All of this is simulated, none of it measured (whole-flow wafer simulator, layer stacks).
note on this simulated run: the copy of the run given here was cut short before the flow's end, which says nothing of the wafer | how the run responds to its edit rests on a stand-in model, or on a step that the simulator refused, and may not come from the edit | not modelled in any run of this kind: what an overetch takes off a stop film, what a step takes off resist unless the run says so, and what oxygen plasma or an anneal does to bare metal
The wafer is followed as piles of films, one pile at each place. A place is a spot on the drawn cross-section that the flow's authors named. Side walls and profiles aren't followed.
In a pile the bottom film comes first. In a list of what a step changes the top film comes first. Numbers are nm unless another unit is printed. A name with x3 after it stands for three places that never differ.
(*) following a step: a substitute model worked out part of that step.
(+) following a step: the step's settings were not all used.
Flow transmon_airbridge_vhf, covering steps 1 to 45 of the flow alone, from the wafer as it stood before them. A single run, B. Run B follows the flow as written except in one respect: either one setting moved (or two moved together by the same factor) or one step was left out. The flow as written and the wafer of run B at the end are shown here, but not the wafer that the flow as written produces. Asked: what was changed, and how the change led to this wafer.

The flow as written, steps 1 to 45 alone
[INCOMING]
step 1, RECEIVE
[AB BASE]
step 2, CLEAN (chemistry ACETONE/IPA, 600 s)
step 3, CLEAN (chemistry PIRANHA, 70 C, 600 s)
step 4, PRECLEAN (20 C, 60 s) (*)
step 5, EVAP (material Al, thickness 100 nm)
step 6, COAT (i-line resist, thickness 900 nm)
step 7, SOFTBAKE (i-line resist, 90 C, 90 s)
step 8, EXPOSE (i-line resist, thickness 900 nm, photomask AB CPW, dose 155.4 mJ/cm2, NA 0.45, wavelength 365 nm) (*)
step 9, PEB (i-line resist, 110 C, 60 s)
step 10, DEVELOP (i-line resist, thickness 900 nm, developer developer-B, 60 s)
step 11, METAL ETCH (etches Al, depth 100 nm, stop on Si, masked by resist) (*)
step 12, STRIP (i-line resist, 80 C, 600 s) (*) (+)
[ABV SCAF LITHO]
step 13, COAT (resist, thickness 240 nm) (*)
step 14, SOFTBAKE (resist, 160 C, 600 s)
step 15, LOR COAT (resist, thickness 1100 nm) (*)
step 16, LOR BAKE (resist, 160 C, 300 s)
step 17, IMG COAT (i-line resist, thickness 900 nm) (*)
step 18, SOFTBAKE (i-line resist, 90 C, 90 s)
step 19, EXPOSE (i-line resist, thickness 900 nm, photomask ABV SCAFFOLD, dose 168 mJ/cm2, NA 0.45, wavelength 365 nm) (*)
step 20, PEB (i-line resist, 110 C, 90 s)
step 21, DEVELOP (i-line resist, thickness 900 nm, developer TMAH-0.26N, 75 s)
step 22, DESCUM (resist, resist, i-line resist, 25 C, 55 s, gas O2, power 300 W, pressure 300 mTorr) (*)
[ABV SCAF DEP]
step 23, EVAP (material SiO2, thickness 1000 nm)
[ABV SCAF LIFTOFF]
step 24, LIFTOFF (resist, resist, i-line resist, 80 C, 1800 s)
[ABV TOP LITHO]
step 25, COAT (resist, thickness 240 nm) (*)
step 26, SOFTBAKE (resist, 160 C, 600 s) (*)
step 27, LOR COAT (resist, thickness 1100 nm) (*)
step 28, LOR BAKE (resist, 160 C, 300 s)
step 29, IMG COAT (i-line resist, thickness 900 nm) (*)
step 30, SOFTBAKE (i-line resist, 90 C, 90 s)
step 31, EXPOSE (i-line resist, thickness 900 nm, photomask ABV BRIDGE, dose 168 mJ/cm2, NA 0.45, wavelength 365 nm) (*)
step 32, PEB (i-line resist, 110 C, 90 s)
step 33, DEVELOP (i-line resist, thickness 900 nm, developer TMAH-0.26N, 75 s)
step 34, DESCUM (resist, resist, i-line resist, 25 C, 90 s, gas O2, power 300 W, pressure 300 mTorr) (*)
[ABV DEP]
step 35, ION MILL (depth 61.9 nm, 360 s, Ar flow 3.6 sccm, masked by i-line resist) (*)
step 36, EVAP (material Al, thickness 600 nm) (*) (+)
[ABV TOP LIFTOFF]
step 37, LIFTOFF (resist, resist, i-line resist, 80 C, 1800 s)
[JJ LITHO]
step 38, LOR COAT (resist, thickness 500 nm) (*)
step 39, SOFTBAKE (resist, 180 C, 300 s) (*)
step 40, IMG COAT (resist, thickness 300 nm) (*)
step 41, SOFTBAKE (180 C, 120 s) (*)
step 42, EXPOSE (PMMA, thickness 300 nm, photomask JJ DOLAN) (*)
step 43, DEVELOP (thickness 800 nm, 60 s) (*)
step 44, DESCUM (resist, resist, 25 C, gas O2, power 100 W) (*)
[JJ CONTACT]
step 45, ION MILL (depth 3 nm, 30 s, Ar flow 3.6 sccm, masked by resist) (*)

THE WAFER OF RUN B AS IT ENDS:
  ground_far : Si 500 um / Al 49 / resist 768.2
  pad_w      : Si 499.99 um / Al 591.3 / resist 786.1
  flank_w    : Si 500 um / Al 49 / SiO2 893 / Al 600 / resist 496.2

Cause: step 5, EVAP: thickness 49 nm was run, whereas the flow has thickness 100 nm.
The wafer lets one read it off: ground_far has Al 49, and step 5 as written asks for 100 nm.

The path from the change to this, step by step:
  step 5, EVAP (material Al, thickness 100 nm)
      field x3, jj_line, ground_far and 12 more: +49 Al (new film) (in the flow as written it would be: +100 Al (new film))
  step 11, METAL ETCH (etches Al, depth 100 nm, stop on Si, masked by resist) (*)
      ground_far, pad_w, flank_w and 8 more: -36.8 i-line resist (in the flow as written it would be: -50 i-line resist)
      field x3, jj_line, gap_w, gap_e: -49 Al (all of it) (in the flow as written it would be: -100 Al (all of it))
  step 13, COAT (resist, thickness 240 nm) (*)
      flank_w, flank_e: +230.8 resist (new film) (in the flow as written it would be: +222.3 resist (new film))
      gap_w, gap_e: +246 resist (new film) (in the flow as written it would be: +251.7 resist (new film))
  step 22, DESCUM (resist, resist, i-line resist, 25 C, 55 s, gas O2, power 300 W, pressure 300 mTorr) (*)
      flank_w, flank_e: -230.8 resist (all of it) (in the flow as written it would be: -222.3 resist (all of it))
      gap_w, gap_e: -246 resist (all of it) (in the flow as written it would be: -251.7 resist (all of it))
  step 25, COAT (resist, thickness 240 nm) (*)
      flank_w, flank_e: +158.8 resist (new film) (in the flow as written it would be: +152.6 resist (new film))
      gap_w, gap_e: +205.2 resist (new film) (in the flow as written it would be: +210.7 resist (new film))
  step 32, PEB (i-line resist, 110 C, 90 s)
      gap_w, gap_e: -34 i-line resist (in the flow as written it would be: -34.7 i-line resist)
  step 34, DESCUM (resist, resist, i-line resist, 25 C, 90 s, gas O2, power 300 W, pressure 300 mTorr) (*)
      flank_w, flank_e: -158.8 resist (all of it) (in the flow as written it would be: -152.6 resist (all of it))
      gap_w, gap_e: -205.2 resist (all of it) (in the flow as written it would be: -210.7 resist (all of it))
  step 35, ION MILL (depth 61.9 nm, 360 s, Ar flow 3.6 sccm, masked by i-line resist) (*)
      pad_w, pad_e: -49 Al (all of it), -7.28 Si (in the flow as written it would be: -61.9 Al)
  step 36, EVAP (material Al, thickness 600 nm) (*) (+)
      pad_w, pad_e: +591.3 Al (new film) (in the flow as written it would be: +591.2 Al)
  step 40, IMG COAT (resist, thickness 300 nm) (*)
      flank_w, flank_e: +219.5 resist (in the flow as written it would be: +212.1 resist)
